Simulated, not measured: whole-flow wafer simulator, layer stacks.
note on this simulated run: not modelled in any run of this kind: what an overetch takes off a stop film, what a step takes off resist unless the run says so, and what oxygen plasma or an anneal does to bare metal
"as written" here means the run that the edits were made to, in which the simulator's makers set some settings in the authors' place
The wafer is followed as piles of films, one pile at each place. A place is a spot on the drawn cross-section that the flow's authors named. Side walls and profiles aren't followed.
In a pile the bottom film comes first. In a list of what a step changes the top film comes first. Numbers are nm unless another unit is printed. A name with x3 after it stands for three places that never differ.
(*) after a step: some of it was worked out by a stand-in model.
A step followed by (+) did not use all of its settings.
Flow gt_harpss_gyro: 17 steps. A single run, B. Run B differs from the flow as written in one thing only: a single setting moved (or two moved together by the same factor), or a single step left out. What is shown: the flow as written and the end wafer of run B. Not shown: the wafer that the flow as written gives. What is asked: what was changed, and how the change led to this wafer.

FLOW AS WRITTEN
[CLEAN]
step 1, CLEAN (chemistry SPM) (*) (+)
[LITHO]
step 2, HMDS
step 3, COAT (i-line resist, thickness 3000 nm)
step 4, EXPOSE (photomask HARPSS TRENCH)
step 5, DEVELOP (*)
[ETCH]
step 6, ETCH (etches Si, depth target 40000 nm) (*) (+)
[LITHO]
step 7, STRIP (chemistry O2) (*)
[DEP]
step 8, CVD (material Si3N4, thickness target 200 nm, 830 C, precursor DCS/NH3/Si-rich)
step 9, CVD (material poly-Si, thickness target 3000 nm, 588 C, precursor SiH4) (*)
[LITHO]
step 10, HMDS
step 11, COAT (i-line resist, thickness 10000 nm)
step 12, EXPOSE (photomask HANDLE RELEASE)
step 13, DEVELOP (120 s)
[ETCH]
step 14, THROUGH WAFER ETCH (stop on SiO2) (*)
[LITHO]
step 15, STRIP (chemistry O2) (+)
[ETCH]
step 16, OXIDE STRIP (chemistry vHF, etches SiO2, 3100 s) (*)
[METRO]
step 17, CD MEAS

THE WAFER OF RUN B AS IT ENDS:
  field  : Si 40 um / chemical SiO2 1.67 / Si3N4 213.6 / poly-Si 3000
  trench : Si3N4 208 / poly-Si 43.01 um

What caused this: step 8, CVD: 841 C was run, whereas the flow has 830 C.

The path from the change to this, step by step:
  step 8, CVD (material Si3N4, thickness target 200 nm, 830 C, precursor DCS/NH3/Si-rich)
      field: Si3N4 gains 213.6 (new film) (in the flow as written it would be: Si3N4 gains 200 (new film))
      trench: Si3N4 gains 208 (new film) (in the flow as written it would be: Si3N4 gains 195.9 (new film))
